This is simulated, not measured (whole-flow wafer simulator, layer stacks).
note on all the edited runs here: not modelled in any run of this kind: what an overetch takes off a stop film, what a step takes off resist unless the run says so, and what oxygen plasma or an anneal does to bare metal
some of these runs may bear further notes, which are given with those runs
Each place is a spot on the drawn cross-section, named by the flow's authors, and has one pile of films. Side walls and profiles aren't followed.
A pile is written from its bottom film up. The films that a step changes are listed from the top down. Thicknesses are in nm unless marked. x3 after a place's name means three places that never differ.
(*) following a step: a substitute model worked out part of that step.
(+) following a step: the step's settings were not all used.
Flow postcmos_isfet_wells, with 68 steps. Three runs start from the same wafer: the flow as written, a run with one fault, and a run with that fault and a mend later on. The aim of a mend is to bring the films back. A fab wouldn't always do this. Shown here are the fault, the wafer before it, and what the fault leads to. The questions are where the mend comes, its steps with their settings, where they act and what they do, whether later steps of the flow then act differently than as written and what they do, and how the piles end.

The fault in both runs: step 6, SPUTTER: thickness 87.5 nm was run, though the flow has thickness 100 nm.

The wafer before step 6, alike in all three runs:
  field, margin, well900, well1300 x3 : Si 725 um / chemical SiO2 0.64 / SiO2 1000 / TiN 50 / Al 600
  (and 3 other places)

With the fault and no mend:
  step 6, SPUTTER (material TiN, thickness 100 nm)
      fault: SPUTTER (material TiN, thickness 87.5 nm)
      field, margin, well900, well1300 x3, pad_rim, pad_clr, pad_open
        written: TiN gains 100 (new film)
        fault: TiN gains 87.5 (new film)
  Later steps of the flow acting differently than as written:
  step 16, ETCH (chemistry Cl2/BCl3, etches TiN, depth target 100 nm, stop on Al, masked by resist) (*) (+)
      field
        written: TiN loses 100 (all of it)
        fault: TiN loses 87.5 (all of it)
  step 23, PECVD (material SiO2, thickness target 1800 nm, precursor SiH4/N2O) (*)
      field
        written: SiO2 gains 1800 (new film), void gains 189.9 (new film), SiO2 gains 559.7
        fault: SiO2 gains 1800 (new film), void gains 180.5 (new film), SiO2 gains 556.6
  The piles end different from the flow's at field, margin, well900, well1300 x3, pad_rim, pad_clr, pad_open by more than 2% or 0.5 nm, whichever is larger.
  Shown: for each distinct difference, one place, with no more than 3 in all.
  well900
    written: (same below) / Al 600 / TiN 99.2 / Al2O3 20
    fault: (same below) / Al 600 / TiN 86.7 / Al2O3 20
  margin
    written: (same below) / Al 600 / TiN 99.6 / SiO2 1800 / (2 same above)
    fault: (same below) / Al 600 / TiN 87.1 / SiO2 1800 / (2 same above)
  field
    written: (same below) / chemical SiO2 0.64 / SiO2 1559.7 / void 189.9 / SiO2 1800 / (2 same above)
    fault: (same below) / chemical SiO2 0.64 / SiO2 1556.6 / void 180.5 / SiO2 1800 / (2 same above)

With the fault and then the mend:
  After step 6 comes the mend.
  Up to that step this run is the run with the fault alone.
  step 6a, SPUTTER (material TiN, thickness 12.5 nm) (the flow's step 6, run once more with other settings)
      field, margin, well900, well1300 x3, pad_rim, pad_clr, pad_open
        TiN gains 12.5
  None of the later steps of the flow acts differently than as written at any place that is followed.
  The piles end the same as the flow's at every place that both follow.
